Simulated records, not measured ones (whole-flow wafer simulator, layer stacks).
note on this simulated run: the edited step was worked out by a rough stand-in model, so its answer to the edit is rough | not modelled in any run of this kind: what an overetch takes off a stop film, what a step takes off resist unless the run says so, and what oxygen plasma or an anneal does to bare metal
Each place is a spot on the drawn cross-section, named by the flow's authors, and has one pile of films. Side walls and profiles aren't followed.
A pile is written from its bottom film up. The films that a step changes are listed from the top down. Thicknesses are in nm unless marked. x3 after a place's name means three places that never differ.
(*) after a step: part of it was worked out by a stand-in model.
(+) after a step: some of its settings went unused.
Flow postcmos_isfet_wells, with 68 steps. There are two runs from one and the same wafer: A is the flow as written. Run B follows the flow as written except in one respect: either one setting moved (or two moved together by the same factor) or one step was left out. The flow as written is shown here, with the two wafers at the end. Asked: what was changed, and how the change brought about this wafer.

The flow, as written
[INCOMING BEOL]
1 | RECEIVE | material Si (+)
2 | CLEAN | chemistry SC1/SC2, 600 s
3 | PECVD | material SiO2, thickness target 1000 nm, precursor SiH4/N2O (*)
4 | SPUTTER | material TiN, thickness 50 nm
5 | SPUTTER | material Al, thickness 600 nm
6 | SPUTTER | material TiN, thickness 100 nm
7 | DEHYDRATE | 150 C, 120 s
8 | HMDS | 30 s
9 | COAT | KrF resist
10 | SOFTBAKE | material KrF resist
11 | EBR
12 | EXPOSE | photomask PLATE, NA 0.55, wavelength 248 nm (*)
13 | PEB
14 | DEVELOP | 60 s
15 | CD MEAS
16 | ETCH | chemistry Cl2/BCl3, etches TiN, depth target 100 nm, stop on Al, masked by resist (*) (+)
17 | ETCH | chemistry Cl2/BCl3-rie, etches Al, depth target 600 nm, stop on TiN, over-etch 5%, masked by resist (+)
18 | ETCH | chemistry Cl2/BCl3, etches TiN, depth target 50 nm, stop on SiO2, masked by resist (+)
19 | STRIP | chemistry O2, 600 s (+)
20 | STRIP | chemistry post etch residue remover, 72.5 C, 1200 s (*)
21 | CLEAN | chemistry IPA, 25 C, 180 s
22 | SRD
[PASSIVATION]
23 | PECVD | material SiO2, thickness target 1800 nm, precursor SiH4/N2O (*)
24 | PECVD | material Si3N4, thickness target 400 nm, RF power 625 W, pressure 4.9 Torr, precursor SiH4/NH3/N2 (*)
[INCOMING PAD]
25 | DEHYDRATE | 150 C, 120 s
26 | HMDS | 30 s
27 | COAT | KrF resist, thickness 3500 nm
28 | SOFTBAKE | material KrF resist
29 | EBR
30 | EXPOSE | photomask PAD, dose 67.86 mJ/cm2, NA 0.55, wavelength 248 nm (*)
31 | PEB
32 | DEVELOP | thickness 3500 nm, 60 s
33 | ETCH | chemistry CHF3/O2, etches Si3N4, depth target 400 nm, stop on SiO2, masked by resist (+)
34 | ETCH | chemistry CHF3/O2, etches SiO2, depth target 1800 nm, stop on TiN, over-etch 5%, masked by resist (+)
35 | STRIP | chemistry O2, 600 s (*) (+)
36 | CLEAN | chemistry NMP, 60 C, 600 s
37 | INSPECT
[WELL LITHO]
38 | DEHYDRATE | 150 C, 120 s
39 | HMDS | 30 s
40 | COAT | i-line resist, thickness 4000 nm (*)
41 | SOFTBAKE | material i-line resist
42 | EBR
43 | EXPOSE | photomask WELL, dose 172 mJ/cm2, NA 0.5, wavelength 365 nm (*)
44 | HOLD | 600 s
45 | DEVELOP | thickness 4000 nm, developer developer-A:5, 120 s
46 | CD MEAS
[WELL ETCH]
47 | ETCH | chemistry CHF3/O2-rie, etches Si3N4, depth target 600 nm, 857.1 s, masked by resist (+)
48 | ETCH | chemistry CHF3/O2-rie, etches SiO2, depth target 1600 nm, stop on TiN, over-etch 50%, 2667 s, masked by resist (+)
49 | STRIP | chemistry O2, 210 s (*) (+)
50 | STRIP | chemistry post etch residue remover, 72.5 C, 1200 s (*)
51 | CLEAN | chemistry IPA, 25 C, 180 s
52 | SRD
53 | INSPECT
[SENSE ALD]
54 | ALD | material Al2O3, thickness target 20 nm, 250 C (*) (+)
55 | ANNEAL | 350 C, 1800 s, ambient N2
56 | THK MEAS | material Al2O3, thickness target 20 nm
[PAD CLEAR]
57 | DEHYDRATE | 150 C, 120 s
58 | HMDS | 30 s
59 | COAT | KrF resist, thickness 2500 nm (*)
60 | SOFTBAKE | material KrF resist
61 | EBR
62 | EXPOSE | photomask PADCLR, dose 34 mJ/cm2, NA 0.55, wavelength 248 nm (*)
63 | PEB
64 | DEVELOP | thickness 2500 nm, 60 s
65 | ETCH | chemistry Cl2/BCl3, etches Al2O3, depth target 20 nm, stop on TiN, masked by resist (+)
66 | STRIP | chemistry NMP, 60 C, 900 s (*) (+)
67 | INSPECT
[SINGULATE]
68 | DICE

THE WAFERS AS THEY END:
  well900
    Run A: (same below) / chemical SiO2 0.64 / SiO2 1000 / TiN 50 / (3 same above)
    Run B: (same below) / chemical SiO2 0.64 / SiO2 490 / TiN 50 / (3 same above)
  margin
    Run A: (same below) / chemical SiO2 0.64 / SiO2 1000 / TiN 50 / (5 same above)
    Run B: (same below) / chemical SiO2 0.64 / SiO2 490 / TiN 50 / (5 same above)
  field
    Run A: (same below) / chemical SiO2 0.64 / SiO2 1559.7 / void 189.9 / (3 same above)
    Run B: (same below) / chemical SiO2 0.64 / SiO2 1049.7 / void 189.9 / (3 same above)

The reason: step 3, PECVD: thickness target 490 nm was run, whereas the flow has thickness target 1000 nm.
The wafer itself shows it: well900 has SiO2 490, and step 3 as written asks for 1000 nm.

How this came from the change, step by step:
  3 | PECVD | material SiO2, thickness target 1000 nm, precursor SiH4/N2O (*)
      field, margin, well900, well1300 x3, pad_rim, pad_clr, pad_open: A +1000 SiO2 (new film) | B +490 SiO2 (new film)
